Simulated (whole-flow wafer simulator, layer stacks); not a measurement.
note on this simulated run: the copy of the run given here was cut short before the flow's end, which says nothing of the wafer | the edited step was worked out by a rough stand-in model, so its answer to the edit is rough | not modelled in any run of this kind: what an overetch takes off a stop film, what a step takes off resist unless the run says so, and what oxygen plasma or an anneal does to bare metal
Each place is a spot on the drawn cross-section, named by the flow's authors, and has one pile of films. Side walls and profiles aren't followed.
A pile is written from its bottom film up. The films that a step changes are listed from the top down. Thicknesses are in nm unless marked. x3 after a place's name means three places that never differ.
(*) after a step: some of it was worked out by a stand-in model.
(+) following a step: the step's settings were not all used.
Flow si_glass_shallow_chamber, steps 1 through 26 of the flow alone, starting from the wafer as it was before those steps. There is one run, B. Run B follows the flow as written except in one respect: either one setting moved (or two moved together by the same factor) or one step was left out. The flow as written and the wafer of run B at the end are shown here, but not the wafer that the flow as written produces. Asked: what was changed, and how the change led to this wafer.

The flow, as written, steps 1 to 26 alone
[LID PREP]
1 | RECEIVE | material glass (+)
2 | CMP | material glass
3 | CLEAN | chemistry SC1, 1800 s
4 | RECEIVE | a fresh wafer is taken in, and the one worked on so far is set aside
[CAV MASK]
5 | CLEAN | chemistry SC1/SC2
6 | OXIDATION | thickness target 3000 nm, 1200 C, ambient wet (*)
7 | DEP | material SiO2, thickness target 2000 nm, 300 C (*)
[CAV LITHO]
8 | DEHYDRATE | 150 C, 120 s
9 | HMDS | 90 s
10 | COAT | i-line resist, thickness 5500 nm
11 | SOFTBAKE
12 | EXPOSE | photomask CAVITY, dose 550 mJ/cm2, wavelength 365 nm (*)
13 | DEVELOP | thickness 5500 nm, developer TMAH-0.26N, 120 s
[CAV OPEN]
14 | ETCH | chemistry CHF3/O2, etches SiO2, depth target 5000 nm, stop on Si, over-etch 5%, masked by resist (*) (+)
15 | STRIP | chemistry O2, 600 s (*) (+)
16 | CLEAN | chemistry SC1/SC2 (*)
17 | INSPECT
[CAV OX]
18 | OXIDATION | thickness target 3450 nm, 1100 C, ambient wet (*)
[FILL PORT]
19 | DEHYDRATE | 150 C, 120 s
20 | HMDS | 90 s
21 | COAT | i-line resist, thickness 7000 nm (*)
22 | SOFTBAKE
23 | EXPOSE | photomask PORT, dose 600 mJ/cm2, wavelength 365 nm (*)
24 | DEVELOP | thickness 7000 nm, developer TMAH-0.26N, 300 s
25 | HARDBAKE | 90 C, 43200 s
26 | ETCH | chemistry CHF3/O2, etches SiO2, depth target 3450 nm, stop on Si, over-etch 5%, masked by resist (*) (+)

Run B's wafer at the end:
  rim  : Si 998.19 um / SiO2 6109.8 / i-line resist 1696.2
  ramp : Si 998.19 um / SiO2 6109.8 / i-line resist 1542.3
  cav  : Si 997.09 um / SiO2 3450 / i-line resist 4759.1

Cause: step 14, ETCH: over-etch 6.94% was run, while the flow as written has over-etch 5%.

Step by step, how the change led to this:
  14 | ETCH | chemistry CHF3/O2, etches SiO2, depth target 5000 nm, stop on Si, over-etch 5%, masked by resist (*) (+)
      cav, port: -5000 SiO2 (all of it), -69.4 Si (in the flow as written it would be: -5000 SiO2 (all of it), -50 Si)
  15 | STRIP | chemistry O2, 600 s (*) (+)
      rim, ramp, septum, ring: -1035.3 i-line resist (all of it) (in the flow as written it would be: -1116.2 i-line resist (all of it))
